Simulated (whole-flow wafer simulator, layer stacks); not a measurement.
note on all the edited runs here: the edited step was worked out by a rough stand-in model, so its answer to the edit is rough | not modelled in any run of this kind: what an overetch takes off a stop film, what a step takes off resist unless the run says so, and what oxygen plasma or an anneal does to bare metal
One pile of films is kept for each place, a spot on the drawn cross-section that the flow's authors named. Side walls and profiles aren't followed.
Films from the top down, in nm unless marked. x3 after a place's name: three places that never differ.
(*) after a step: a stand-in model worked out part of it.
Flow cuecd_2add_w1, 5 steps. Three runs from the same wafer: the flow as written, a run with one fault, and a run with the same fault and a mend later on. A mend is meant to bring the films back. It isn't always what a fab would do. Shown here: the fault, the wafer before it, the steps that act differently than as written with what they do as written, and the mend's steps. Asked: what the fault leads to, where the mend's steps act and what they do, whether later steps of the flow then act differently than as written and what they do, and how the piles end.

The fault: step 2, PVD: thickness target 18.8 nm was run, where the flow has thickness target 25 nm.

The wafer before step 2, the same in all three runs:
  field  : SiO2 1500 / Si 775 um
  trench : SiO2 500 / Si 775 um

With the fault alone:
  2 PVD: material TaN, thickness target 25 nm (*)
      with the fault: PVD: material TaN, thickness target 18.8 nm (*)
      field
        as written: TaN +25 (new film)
        with the fault: TaN +18.8 (new film)
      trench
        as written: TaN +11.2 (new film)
        with the fault: TaN +8.45 (new film)
  No later step of the flow acts differently than as written, at any place that is followed, by more than 2% or 0.5 nm, whichever is larger.
  At the end the piles differ from the flow's by more than 2% or 0.5 nm, whichever is larger, at field, trench.
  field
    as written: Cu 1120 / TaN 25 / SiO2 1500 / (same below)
    with the fault: Cu 1120 / TaN 18.8 / SiO2 1500 / (same below)
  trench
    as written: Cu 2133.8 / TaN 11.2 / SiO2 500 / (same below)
    with the fault: Cu 2130.3 / TaN 8.45 / SiO2 500 / (same below)

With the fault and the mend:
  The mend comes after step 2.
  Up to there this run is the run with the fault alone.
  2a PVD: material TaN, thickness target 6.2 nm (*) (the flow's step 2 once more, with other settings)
      field
        TaN +6.2
      trench
        TaN +2.74
  No later step of the flow acts differently than as written at any place that is followed.
  At the end the piles are the same as the flow's at every place that both follow.
